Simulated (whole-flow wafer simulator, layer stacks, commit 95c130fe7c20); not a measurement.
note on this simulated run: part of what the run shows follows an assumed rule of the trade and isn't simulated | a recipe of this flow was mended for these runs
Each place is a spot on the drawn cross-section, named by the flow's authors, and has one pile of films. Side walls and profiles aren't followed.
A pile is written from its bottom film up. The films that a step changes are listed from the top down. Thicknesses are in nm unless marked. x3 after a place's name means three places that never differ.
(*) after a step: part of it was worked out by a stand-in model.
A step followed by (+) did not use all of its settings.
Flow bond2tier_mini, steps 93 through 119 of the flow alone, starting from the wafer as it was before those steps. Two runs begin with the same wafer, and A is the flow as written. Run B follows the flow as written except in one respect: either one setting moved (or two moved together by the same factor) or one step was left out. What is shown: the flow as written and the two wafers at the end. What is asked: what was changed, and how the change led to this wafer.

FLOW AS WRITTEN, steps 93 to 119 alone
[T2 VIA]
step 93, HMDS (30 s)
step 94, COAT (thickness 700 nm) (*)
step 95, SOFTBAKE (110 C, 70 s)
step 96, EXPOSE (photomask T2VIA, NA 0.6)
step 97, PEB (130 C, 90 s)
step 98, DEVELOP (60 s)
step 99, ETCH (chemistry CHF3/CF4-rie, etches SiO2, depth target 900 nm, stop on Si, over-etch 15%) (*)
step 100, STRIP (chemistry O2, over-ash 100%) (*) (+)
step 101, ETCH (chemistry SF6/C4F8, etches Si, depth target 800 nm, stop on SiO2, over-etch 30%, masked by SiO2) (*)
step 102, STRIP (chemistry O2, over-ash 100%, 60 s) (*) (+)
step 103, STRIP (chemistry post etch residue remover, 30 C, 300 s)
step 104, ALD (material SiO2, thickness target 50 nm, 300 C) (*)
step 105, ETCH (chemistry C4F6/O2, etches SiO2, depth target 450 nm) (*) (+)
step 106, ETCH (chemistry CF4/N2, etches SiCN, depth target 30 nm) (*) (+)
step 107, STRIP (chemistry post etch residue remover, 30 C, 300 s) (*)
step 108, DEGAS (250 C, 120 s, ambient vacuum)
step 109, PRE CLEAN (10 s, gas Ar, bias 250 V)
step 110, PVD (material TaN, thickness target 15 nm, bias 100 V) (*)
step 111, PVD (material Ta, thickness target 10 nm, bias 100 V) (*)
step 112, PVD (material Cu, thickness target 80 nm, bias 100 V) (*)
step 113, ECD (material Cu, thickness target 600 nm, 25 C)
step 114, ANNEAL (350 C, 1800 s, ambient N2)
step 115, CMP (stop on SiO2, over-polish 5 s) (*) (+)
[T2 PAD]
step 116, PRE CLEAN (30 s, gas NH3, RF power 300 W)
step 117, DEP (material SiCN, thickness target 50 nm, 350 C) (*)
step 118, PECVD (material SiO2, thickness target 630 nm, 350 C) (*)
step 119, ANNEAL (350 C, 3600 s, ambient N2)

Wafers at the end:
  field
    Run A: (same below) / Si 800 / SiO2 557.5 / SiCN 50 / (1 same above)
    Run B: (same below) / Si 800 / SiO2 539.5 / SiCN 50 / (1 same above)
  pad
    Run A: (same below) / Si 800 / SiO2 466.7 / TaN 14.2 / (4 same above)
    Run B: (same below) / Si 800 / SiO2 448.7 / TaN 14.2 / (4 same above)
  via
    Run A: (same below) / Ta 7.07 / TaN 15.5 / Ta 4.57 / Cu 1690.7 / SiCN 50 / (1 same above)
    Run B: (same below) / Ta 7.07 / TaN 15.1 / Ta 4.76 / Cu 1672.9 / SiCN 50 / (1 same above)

What caused this: step 104, ALD: thickness target 32 nm was run, while the flow as written has thickness target 50 nm.

How this came from the change, step by step:
  step 104, ALD (material SiO2, thickness target 50 nm, 300 C) (*)
      field, pad, via: A SiO2 gains 50 | B SiO2 gains 32
  step 105, ETCH (chemistry C4F6/O2, etches SiO2, depth target 450 nm) (*) (+)
      via: A SiO2 loses 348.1 (all of it), SiCN loses 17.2 | B SiO2 loses 330.1 (all of it), SiCN loses 20.2
  step 106, ETCH (chemistry CF4/N2, etches SiCN, depth target 30 nm) (*) (+)
      via: A SiCN loses 17.6 (all of it), TaN loses 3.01 | B SiCN loses 14.6 (all of it), TaN loses 3.75
  step 112, PVD (material Cu, thickness target 80 nm, bias 100 V) (*)
      via: A Cu gains 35 (new film) | B Cu gains 36.7 (new film)
